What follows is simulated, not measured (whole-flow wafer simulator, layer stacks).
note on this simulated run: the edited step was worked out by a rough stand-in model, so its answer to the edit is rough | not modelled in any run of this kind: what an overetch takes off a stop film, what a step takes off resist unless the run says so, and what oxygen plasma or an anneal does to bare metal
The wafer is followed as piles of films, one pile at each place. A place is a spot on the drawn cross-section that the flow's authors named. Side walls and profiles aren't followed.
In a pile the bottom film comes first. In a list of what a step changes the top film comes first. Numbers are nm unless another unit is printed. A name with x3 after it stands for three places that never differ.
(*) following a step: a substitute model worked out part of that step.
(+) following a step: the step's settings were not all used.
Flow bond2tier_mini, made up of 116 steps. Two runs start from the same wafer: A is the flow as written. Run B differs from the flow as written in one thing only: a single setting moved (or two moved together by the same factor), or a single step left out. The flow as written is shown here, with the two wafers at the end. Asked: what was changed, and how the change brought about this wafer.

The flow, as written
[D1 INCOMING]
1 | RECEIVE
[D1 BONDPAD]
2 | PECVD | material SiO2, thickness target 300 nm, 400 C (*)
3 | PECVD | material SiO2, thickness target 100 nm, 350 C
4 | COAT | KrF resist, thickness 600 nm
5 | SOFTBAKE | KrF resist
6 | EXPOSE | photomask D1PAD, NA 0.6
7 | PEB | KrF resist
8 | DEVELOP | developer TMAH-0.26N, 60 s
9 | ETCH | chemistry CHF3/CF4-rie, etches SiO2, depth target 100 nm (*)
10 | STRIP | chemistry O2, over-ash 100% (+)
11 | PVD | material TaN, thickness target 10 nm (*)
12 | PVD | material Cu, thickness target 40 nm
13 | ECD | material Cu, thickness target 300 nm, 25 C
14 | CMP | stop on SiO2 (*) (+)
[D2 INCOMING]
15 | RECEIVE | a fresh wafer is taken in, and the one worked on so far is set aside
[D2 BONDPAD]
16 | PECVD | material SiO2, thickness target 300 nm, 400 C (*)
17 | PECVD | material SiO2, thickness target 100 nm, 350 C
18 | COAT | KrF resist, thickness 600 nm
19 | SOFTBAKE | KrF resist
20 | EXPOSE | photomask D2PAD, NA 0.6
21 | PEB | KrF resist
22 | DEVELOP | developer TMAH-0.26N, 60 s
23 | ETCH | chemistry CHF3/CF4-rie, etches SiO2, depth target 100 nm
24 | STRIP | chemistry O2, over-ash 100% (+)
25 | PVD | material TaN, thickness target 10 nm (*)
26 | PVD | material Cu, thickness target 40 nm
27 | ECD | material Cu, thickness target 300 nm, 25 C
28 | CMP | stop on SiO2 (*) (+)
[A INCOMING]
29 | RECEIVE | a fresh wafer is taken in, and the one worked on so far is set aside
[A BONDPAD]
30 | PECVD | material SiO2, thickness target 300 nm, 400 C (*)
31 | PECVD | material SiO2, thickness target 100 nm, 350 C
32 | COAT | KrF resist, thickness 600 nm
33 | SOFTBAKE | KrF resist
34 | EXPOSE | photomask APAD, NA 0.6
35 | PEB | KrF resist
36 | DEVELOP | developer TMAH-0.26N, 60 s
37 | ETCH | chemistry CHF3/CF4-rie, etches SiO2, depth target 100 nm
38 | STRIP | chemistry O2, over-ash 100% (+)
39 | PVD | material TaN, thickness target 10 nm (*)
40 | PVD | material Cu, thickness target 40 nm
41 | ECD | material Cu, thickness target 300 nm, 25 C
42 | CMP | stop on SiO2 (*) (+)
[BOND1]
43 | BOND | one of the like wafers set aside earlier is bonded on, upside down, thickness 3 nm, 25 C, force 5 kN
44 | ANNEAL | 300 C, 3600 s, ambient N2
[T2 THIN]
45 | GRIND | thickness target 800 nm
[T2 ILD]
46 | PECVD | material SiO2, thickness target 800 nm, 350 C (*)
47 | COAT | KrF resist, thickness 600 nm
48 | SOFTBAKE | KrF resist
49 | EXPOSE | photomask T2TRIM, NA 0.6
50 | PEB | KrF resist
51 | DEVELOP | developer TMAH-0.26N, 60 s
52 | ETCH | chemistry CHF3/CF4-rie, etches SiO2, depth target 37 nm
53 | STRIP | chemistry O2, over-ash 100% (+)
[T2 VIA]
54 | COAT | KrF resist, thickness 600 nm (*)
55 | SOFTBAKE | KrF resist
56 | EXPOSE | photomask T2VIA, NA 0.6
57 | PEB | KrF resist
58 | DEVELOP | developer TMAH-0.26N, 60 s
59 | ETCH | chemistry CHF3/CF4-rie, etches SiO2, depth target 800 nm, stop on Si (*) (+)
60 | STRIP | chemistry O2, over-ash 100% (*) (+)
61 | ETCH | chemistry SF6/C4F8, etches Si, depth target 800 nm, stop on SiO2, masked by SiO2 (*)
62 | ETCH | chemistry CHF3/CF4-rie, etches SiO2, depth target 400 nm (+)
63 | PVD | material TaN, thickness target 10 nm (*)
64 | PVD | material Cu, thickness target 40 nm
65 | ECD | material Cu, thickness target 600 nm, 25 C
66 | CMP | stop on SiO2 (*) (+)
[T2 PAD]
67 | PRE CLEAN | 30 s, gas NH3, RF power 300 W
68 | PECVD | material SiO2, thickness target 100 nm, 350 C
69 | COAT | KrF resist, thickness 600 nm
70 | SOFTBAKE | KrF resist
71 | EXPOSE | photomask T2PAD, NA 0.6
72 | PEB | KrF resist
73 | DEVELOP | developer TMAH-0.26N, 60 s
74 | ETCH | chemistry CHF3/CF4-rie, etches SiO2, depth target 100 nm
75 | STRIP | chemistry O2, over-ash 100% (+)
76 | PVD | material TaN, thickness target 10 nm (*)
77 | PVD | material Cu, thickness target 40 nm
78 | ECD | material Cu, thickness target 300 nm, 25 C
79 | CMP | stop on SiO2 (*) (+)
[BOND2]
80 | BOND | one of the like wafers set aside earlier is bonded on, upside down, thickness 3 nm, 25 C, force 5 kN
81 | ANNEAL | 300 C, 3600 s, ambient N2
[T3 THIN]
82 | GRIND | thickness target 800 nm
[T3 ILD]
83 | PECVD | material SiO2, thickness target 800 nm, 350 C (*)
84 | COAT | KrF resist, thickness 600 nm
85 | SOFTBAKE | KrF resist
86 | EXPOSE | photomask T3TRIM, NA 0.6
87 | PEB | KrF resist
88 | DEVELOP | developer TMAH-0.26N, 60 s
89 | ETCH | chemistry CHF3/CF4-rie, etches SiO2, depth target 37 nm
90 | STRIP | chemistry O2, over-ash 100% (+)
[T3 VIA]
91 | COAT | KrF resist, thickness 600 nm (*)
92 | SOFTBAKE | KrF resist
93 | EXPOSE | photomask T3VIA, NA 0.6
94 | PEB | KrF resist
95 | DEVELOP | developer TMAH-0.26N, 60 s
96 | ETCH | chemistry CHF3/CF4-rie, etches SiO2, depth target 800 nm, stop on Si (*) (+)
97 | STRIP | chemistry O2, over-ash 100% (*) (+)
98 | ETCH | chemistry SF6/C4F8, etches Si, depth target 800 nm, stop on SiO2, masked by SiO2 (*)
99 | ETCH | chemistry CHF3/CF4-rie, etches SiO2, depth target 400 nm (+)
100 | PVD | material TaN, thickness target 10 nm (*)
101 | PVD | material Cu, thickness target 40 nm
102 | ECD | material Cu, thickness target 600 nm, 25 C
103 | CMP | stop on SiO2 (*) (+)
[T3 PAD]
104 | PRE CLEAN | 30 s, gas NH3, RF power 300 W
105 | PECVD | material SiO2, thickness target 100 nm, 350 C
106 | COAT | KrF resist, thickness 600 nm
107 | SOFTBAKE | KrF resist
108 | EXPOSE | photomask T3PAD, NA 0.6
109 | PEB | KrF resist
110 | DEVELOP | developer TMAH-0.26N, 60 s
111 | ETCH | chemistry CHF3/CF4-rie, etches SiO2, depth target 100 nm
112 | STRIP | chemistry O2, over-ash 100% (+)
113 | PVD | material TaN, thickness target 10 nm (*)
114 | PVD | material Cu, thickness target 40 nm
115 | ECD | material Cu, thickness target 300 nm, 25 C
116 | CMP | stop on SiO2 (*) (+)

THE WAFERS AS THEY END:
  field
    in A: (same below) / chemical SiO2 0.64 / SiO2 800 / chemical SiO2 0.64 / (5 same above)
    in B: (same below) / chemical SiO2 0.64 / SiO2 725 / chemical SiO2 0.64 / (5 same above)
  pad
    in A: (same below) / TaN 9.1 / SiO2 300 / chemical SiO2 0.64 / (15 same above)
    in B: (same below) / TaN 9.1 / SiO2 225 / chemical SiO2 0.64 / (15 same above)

Cause: step 2, PECVD: thickness target 225 nm was run, whereas the flow has thickness target 300 nm.
The wafer lets one read it off: pad has SiO2 225, and step 2 as written asks for 300 nm.

Step by step, how the change led to this:
  2 | PECVD | material SiO2, thickness target 300 nm, 400 C (*)
      field, pad, via: A SiO2 gains 300 (new film) | B SiO2 gains 225 (new film)
  43 | BOND | one of the like wafers set aside earlier is bonded on, upside down, thickness 3 nm, 25 C, force 5 kN
      field: A Si gains 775 um (new film), chemical SiO2 gains 0.64 (new film), SiO2 gains 400 | B Si gains 775 um (new film), chemical SiO2 gains 0.64 (new film), SiO2 gains 325
      pad: A Si gains 775 um (new film), chemical SiO2 gains 0.64 (new film), SiO2 gains 300 (new film), TaN gains 9.1 (new film), Cu gains 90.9 | B Si gains 775 um (new film), chemical SiO2 gains 0.64 (new film), SiO2 gains 225 (new film), TaN gains 9.1 (new film), Cu gains 90.9
      (also at 1 further place)
